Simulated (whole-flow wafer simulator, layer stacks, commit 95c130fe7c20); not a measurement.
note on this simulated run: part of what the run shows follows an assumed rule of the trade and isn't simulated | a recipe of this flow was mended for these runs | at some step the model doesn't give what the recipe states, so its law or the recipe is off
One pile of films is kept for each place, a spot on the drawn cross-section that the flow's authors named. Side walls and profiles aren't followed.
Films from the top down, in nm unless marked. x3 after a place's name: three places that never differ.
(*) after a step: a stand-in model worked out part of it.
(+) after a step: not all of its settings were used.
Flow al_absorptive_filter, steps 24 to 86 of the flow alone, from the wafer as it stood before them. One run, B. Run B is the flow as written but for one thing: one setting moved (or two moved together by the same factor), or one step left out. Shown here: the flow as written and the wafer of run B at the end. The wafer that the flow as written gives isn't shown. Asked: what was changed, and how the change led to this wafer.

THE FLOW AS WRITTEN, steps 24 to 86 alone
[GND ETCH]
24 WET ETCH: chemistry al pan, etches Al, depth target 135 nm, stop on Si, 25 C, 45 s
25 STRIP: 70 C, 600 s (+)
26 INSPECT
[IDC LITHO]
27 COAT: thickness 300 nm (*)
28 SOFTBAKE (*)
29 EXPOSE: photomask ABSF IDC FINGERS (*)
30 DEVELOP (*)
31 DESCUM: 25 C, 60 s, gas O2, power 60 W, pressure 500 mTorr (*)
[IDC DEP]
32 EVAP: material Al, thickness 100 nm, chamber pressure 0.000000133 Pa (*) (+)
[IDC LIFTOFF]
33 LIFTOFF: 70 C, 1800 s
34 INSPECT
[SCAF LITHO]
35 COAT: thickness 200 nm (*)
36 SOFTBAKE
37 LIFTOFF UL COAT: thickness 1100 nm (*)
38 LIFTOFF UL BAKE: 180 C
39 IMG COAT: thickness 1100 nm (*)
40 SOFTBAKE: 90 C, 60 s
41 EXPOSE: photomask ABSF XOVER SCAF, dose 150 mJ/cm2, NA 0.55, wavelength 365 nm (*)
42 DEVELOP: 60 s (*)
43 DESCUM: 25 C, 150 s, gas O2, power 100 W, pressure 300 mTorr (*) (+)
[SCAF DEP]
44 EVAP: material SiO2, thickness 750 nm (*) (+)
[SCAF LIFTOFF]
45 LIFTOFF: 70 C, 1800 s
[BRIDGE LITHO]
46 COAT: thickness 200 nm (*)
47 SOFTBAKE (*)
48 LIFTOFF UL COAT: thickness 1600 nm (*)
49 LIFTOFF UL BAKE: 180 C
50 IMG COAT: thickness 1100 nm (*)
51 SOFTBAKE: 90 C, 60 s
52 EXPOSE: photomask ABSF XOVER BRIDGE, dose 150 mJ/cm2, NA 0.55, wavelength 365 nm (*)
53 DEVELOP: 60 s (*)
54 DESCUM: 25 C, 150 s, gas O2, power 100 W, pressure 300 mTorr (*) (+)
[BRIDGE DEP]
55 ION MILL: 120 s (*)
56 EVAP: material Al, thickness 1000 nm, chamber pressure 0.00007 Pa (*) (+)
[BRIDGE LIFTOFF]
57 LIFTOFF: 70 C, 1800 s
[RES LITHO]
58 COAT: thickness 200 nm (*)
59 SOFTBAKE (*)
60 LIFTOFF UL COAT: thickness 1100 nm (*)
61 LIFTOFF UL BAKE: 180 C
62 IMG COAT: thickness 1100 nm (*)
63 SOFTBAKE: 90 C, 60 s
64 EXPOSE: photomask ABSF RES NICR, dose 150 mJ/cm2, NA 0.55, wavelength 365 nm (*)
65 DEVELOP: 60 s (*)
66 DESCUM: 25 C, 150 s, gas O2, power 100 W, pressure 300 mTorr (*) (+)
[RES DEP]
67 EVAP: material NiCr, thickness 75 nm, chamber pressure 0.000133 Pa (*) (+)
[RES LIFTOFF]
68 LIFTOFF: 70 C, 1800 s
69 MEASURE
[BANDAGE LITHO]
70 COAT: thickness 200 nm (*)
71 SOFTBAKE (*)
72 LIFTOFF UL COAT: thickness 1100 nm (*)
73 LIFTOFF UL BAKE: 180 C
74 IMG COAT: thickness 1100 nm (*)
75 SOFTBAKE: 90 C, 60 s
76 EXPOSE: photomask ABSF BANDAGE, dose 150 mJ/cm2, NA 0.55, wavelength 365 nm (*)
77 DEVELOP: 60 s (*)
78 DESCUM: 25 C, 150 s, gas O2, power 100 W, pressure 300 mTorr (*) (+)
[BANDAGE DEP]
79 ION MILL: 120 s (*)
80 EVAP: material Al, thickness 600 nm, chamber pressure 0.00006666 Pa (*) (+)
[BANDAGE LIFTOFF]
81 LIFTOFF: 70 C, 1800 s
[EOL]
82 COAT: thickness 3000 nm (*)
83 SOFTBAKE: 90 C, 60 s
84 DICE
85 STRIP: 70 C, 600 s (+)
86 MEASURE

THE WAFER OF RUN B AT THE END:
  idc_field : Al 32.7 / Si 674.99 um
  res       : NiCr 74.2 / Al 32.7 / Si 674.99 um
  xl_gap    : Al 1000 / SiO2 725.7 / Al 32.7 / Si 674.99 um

The cause: step 24, WET ETCH: 18 s was run, where the flow has 45 s.

How the change led to this, step by step:
  24 WET ETCH: chemistry al pan, etches Al, depth target 135 nm, stop on Si, 25 C, 45 s
      res, xl_gap, idc_field, idc_line, idc_space: Al -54 (as written it would be: Al -86.7 (all of it))
  27 COAT: thickness 300 nm (*)
      ledge: e-beam-resist +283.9 (new film) (as written it would be: e-beam-resist +274.4 (new film))
      res: e-beam-resist +334.1 (new film) (as written it would be: e-beam-resist +349.6 (new film))
      (and at 1 more place)
  31 DESCUM: 25 C, 60 s, gas O2, power 60 W, pressure 500 mTorr (*)
      idc_line: nothing (as written it would be: chemical SiO2 +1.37 (new film), Si -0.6)
  32 EVAP: material Al, thickness 100 nm, chamber pressure 0.000000133 Pa (*) (+)
      idc_line: Al +100 (as written it would be: Al +100 (new film))
  33 LIFTOFF: 70 C, 1800 s
      ledge: Al -100 (all of it), e-beam-resist -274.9 (all of it) (as written it would be: Al -100 (all of it), e-beam-resist -265.3 (all of it))
      res: Al -100 (all of it), e-beam-resist -325.1 (all of it) (as written it would be: Al -100 (all of it), e-beam-resist -340.6 (all of it))
      (and at 1 more place)
  35 COAT: thickness 200 nm (*)
      ledge: acrylic-e-beam-resist +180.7 (new film) (as written it would be: acrylic-e-beam-resist +169.8 (new film))
      res: acrylic-e-beam-resist +222.1 (new film) (as written it would be: acrylic-e-beam-resist +231.4 (new film))
      (and at 2 more places)
  43 DESCUM: 25 C, 150 s, gas O2, power 100 W, pressure 300 mTorr (*) (+)
      gnd, pad_far, pad_near and 7 more: i-line-resist -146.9 (as written it would be: i-line-resist -159.6)
      xl_gap: acrylic-e-beam-resist -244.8 (all of it) (as written it would be: acrylic-e-beam-resist -265.9 (all of it))
      (and at 1 more place)
  45 LIFTOFF: 70 C, 1800 s
      ledge: SiO2 -750 (all of it), i-line-resist -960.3 (all of it), lift-off-underlayer -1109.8 (all of it), acrylic-e-beam-resist -180.7 (all of it) (as written it would be: SiO2 -750 (all of it), i-line-resist -952.1 (all of it), lift-off-underlayer -1114 (all of it), acrylic-e-beam-resist -169.8 (all of it))
      res: SiO2 -750 (all of it), i-line-resist -963.4 (all of it), lift-off-underlayer -1132.6 (all of it), acrylic-e-beam-resist -222.1 (all of it) (as written it would be: SiO2 -750 (all of it), i-line-resist -956.3 (all of it), lift-off-underlayer -1148.2 (all of it), acrylic-e-beam-resist -231.4 (all of it))
  46 COAT: thickness 200 nm (*)
      ledge: acrylic-e-beam-resist +180.7 (new film) (as written it would be: acrylic-e-beam-resist +169.8 (new film))
      res: acrylic-e-beam-resist +222.1 (new film) (as written it would be: acrylic-e-beam-resist +231.4 (new film))
      (and at 2 more places)
  54 DESCUM: 25 C, 150 s, gas O2, power 100 W, pressure 300 mTorr (*) (+)
      xl_gap: acrylic-e-beam-resist -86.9 (all of it) (as written it would be: acrylic-e-beam-resist -97.9 (all of it))
      xl_turn: acrylic-e-beam-resist -147.2 (all of it) (as written it would be: acrylic-e-beam-resist -141.8 (all of it))
  57 LIFTOFF: 70 C, 1800 s
      ledge: Al -1000 (all of it), i-line-resist -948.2 (all of it), lift-off-underlayer -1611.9 (all of it), acrylic-e-beam-resist -180.7 (all of it) (as written it would be: Al -1000 (all of it), i-line-resist -951.7 (all of it), lift-off-underlayer -1617.2 (all of it), acrylic-e-beam-resist -169.8 (all of it))
      res: Al -1000 (all of it), i-line-resist -950.1 (all of it), lift-off-underlayer -1635.9 (all of it), acrylic-e-beam-resist -222.1 (all of it) (as written it would be: Al -1000 (all of it), i-line-resist -954.3 (all of it), lift-off-underlayer -1653.2 (all of it), acrylic-e-beam-resist -231.4 (all of it))
  58 COAT: thickness 200 nm (*)
      ledge: acrylic-e-beam-resist +180.7 (new film) (as written it would be: acrylic-e-beam-resist +169.8 (new film))
      res: acrylic-e-beam-resist +222.1 (new film) (as written it would be: acrylic-e-beam-resist +231.4 (new film))
      (and at 2 more places)
  60 LIFTOFF UL COAT: thickness 1100 nm (*)
      xl_gap: lift-off-underlayer +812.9 (new film) (as written it would be: lift-off-underlayer +831.4 (new film))
  66 DESCUM: 25 C, 150 s, gas O2, power 100 W, pressure 300 mTorr (*) (+)
      gnd, pad_far, xa_field and 8 more: i-line-resist -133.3 (as written it would be: i-line-resist -138.9)
      ledge: acrylic-e-beam-resist -180.7 (all of it) (as written it would be: acrylic-e-beam-resist -169.8 (all of it))
      (and at 1 more place)
  68 LIFTOFF: 70 C, 1800 s
      xl_gap: NiCr -75 (all of it), i-line-resist -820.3 (all of it), lift-off-underlayer -812.9 (all of it), acrylic-e-beam-resist -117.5 (all of it) (as written it would be: NiCr -75 (all of it), i-line-resist -818.3 (all of it), lift-off-underlayer -831.4 (all of it), acrylic-e-beam-resist -123.8 (all of it))
      xl_turn: NiCr -75 (all of it), i-line-resist -762.9 (all of it), lift-off-underlayer -785.1 (all of it), acrylic-e-beam-resist -151 (all of it) (as written it would be: NiCr -75 (all of it), i-line-resist -760.9 (all of it), lift-off-underlayer -781.4 (all of it), acrylic-e-beam-resist -146.6 (all of it))
  70 COAT: thickness 200 nm (*)
      ledge: acrylic-e-beam-resist +178 (new film) (as written it would be: acrylic-e-beam-resist +167 (new film))
      res: acrylic-e-beam-resist +208.5 (new film) (as written it would be: acrylic-e-beam-resist +218.1 (new film))
      (and at 2 more places)
  ... 1 more step ...
  83 SOFTBAKE: 90 C, 60 s
      ledge: i-line-resist -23 (as written it would be: i-line-resist -22.2)
      res: i-line-resist -3 (as written it would be: i-line-resist -1.75)
      (and at 2 more places)
Counting metal films that touch as one body, idc_field has 1 body; the flow as written gives 0 bodies.
Counting metal films that touch as one body, res has 1 body; the flow as written gives 0 bodies.
Counting metal films that touch as one body, xl_gap has 2 bodies (between them, from the top down: SiO2 725.7); the flow as written gives 1 body.
